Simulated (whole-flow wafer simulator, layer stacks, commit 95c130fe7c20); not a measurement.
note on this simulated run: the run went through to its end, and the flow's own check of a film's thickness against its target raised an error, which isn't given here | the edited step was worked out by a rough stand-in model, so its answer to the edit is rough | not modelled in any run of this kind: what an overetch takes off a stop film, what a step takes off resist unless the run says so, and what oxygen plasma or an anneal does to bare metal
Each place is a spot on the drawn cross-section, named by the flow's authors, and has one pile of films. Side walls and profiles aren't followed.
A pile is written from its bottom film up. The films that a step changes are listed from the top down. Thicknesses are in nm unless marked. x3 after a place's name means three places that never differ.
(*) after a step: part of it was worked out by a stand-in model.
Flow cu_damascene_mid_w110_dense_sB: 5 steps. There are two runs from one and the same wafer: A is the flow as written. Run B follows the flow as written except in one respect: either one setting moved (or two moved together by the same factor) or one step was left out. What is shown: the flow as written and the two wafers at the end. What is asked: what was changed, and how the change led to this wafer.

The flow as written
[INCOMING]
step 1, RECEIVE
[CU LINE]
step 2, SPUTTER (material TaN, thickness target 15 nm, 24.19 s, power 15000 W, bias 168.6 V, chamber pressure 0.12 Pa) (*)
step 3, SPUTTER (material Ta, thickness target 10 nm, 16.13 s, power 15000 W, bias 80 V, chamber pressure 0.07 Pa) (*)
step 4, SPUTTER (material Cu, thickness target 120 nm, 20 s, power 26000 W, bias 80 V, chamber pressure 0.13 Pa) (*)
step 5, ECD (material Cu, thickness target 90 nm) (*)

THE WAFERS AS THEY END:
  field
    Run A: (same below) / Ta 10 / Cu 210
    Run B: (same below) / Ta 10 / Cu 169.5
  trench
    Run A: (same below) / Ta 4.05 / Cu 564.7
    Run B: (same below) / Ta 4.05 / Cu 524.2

What caused this: step 5, ECD: thickness target 49.5 nm was run, while the flow as written has thickness target 90 nm.

Step by step, how the change led to this:
  step 5, ECD (material Cu, thickness target 90 nm) (*)
      field: A Cu gains 90 | B Cu gains 49.5
      trench: A Cu gains 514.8 | B Cu gains 474.3
